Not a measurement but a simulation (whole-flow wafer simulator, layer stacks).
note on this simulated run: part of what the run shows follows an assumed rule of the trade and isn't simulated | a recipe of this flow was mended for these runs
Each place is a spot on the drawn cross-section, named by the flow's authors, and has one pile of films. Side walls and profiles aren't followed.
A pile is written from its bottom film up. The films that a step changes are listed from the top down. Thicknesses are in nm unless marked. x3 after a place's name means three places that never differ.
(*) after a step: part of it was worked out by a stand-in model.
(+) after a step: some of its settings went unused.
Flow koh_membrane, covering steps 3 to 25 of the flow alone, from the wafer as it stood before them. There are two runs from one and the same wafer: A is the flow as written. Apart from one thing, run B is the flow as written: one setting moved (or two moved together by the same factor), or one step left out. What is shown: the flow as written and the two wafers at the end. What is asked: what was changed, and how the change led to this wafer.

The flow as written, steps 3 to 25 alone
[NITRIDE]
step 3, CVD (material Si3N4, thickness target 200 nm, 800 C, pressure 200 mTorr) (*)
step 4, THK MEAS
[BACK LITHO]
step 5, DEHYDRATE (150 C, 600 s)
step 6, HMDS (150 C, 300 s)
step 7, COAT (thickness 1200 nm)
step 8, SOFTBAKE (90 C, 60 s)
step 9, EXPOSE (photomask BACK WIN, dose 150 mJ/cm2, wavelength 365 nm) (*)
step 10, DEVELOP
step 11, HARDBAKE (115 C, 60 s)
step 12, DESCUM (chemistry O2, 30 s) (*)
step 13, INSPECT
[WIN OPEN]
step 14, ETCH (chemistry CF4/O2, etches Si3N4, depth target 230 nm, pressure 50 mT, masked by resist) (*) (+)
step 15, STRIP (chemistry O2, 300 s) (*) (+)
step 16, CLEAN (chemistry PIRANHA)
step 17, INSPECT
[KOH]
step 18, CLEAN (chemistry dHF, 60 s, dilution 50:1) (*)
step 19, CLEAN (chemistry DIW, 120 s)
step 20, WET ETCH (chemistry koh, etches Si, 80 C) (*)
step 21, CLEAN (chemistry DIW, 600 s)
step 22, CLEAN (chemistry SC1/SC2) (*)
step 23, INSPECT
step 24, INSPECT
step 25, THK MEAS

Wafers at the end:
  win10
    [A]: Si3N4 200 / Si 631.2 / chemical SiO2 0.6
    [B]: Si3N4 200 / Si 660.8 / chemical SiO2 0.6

What caused this: step 14, ETCH: depth target 200.1 nm was run, though the flow has depth target 230 nm.

The path from the change to this, step by step:
  step 14, ETCH (chemistry CF4/O2, etches Si3N4, depth target 230 nm, pressure 50 mT, masked by resist) (*) (+)
      win20 x4, win10: A -200 Si3N4 (all of it), -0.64 chemical SiO2 (all of it), -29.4 Si | B -200 Si3N4 (all of it), -0.1 chemical SiO2
      field: A -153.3 i-line-resist | B -133.4 i-line-resist
  step 15, STRIP (chemistry O2, 300 s) (*) (+)
      win20 x4, win10: A +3 chemical SiO2 (new film), -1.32 Si | B +2.46 chemical SiO2, -1.08 Si
      field: A -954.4 i-line-resist (all of it) | B -974.3 i-line-resist (all of it)
